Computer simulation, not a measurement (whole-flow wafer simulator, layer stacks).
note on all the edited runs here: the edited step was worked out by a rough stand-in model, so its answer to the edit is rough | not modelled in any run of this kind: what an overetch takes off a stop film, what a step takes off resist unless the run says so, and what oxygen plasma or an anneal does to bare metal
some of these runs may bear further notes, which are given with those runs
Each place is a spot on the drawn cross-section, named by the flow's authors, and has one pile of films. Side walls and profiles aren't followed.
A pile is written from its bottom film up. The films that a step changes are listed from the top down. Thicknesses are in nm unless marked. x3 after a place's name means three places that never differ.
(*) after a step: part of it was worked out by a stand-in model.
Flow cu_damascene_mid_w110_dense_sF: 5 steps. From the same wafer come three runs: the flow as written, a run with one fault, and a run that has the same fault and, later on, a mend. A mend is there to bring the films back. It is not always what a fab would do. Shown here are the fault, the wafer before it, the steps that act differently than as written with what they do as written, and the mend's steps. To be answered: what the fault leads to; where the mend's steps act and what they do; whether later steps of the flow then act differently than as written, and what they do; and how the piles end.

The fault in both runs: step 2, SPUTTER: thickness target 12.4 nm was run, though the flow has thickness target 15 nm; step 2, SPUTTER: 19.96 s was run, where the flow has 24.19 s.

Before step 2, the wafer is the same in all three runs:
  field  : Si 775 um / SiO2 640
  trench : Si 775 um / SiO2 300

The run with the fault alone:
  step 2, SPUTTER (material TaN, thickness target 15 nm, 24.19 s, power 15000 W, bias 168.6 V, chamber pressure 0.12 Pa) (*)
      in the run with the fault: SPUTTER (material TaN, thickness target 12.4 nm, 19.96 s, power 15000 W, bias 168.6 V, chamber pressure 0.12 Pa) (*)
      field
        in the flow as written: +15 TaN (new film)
        in the run with the fault: +12.4 TaN (new film)
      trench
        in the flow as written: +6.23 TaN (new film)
        in the run with the fault: +5.15 TaN (new film)
  Every later step of the flow that is run acts as written, at every place that is followed, to within 2% or 0.5 nm, whichever is larger.
  At field, trench, the piles at the end differ from the flow's by more than 2% or 0.5 nm, whichever is larger.
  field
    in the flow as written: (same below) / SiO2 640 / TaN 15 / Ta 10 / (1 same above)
    in the run with the fault: (same below) / SiO2 640 / TaN 12.4 / Ta 10 / (1 same above)
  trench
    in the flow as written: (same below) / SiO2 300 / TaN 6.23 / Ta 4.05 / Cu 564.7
    in the run with the fault: (same below) / SiO2 300 / TaN 5.15 / Ta 4.08 / Cu 563.2

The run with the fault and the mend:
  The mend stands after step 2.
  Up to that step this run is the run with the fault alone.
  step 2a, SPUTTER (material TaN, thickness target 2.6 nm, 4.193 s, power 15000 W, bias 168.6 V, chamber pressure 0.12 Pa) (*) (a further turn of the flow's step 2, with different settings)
      field
        +2.6 TaN
      trench
        +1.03 TaN
  Every later step of the flow that is run acts as written, at every place that is followed, to within 2% or 0.5 nm, whichever is larger.
  At the end the piles are close to the flow's at the places that both follow, differing by at most 2% or 0.5 nm, whichever is larger.
